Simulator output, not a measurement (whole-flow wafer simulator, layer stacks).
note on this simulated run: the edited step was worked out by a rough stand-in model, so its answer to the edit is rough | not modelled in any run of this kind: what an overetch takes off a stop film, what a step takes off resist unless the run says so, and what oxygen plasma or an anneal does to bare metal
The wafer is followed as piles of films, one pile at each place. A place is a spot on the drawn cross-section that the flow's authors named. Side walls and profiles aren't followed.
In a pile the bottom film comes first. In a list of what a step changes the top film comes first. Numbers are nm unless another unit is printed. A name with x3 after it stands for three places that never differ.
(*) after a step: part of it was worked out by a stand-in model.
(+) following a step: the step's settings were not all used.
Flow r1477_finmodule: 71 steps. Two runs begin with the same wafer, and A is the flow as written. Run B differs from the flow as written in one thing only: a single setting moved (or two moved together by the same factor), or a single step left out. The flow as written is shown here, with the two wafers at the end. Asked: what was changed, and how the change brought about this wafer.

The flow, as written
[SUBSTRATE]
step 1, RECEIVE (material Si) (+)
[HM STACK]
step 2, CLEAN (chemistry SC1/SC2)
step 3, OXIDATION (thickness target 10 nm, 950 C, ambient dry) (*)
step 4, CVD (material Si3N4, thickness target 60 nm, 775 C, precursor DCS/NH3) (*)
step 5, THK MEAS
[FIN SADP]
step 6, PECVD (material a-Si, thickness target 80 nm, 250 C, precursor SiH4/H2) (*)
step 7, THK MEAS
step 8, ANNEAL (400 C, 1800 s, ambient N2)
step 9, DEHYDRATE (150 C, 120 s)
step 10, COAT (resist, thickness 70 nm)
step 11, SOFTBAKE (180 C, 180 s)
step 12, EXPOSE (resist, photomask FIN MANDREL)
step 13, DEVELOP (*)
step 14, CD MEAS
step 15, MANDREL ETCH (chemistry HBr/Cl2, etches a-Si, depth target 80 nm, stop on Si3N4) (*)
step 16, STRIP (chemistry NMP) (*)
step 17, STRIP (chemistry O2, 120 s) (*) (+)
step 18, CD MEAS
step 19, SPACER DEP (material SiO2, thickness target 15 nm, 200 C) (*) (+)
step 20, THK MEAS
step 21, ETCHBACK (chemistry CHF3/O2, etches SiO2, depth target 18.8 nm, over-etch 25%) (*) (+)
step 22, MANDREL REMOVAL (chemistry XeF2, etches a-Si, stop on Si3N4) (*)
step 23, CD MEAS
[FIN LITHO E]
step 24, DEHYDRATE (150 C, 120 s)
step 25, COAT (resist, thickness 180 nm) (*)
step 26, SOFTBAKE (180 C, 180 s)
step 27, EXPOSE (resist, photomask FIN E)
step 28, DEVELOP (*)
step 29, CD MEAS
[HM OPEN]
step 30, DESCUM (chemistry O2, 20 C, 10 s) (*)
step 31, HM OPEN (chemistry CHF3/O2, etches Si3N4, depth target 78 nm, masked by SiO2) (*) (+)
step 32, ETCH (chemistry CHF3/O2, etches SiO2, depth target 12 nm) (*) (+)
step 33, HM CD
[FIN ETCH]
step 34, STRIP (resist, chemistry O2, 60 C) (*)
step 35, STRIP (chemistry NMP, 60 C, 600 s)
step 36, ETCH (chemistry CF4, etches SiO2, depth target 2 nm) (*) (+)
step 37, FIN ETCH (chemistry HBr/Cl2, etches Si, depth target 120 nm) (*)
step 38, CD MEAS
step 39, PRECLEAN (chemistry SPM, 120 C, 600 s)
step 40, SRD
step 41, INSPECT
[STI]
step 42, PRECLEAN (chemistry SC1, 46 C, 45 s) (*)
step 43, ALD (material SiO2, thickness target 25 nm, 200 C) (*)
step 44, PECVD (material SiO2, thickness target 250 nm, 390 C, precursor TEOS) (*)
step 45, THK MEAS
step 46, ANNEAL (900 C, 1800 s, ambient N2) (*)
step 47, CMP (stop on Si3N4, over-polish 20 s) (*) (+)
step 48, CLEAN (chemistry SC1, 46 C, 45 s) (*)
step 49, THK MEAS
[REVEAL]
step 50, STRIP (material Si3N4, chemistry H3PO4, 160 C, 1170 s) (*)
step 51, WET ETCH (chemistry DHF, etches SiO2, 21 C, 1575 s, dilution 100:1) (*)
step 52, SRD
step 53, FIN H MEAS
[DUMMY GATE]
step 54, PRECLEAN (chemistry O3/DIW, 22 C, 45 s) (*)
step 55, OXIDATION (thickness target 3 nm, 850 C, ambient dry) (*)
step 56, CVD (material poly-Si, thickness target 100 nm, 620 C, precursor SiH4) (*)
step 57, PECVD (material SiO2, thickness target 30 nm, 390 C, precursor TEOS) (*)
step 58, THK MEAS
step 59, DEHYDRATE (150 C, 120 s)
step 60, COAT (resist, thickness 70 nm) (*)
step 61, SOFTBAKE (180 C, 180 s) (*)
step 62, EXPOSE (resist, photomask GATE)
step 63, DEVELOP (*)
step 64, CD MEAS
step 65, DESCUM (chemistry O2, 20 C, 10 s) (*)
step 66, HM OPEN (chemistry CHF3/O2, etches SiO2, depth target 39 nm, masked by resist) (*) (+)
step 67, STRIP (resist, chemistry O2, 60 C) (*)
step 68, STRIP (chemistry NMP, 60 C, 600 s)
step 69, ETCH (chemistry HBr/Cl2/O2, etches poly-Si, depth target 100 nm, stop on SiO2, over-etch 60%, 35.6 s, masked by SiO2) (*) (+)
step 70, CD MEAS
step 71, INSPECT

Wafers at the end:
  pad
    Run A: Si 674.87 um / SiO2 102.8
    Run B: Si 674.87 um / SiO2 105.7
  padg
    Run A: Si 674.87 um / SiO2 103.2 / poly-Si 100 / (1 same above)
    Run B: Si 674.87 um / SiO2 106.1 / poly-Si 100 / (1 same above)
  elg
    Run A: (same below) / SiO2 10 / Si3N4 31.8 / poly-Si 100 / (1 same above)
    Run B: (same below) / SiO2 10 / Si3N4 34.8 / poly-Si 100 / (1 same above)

What caused this: step 4, CVD: thickness target 63 nm was run, while the flow as written has thickness target 60 nm.

The path from the change to this, step by step:
  step 4, CVD (material Si3N4, thickness target 60 nm, 775 C, precursor DCS/NH3) (*)
      pad, padg, elg and 33 more: A Si3N4 gains 60 (new film) | B Si3N4 gains 63 (new film)
  step 31, HM OPEN (chemistry CHF3/O2, etches Si3N4, depth target 78 nm, masked by SiO2) (*) (+)
      pad, padg, esg and 13 more: A Si3N4 loses 56.4 (all of it), SiO2 loses 10 (all of it) | B Si3N4 loses 59.4 (all of it), SiO2 loses 9.31
      s40cg, s45cg, s50cg, s40co, s45co, s50co: A Si3N4 loses 60 (all of it), SiO2 loses 9 | B Si3N4 loses 63 (all of it), SiO2 loses 7.5
  step 32, ETCH (chemistry CHF3/O2, etches SiO2, depth target 12 nm) (*) (+)
      pad, padg, e40sg and 11 more: A Si loses 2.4 | B SiO2 loses 0.69 (all of it), Si loses 2.26
      esg, eso: A Si loses 1.77 | B SiO2 loses 0.69 (all of it), Si loses 2.26
      (also at 6 further places)
  step 47, CMP (stop on Si3N4, over-polish 20 s) (*) (+)
      pad, padg, e40sg and 11 more: A SiO2 loses 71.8 | B SiO2 loses 68.9
      eso: A SiO2 loses 72.4 | B SiO2 loses 68.9
  step 50, STRIP (material Si3N4, chemistry H3PO4, 160 C, 1170 s) (*)
      s40sg_line, s45sg_line, s50sg_line, s40so_line, s45so_line, s50so_line: A Si3N4 loses 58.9 (all of it), SiO2 loses 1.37 | B Si3N4 loses 61.9 (all of it), SiO2 loses 1.27
  step 56, CVD (material poly-Si, thickness target 100 nm, 620 C, precursor SiH4) (*)
      s40cg, s40co: A poly-Si gains 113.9 (new film) | B poly-Si gains 110.9 (new film)
      s45cg, s45co: A poly-Si gains 113.4 (new film) | B poly-Si gains 110.4 (new film)
      (also at 2 further places)
  step 60, COAT (resist, thickness 70 nm) (*)
      s40sg, s40so: A resist gains 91 (new film) | B resist gains 88.2 (new film)
      s45sg, s45so: A resist gains 91 (new film) | B resist gains 88.1 (new film)
      (also at 2 further places)
  step 63, DEVELOP (*)
      s40so: A resist loses 91 (all of it) | B resist loses 88.2 (all of it)
      s45so: A resist loses 91 (all of it) | B resist loses 88.1 (all of it)
      (also at 1 further place)
  step 67, STRIP (resist, chemistry O2, 60 C) (*)
      s40sg: A resist loses 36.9 (all of it) | B resist loses 34.1 (all of it)
      s45sg: A resist loses 36.9 (all of it) | B resist loses 34 (all of it)
      (also at 1 further place)
  step 69, ETCH (chemistry HBr/Cl2/O2, etches poly-Si, depth target 100 nm, stop on SiO2, over-etch 60%, 35.6 s, masked by SiO2) (*) (+)
      s40co: A chemical SiO2 loses 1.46 (all of it), poly-Si loses 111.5 (all of it), SiO2 loses 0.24 | B chemical SiO2 loses 1.46 (all of it), poly-Si loses 108.5 (all of it), SiO2 loses 0.26
      s45co: A chemical SiO2 loses 1.46 (all of it), poly-Si loses 110.9 (all of it), SiO2 loses 0.25 | B chemical SiO2 loses 1.46 (all of it), poly-Si loses 107.9 (all of it), SiO2 loses 0.26
      (also at 1 further place)
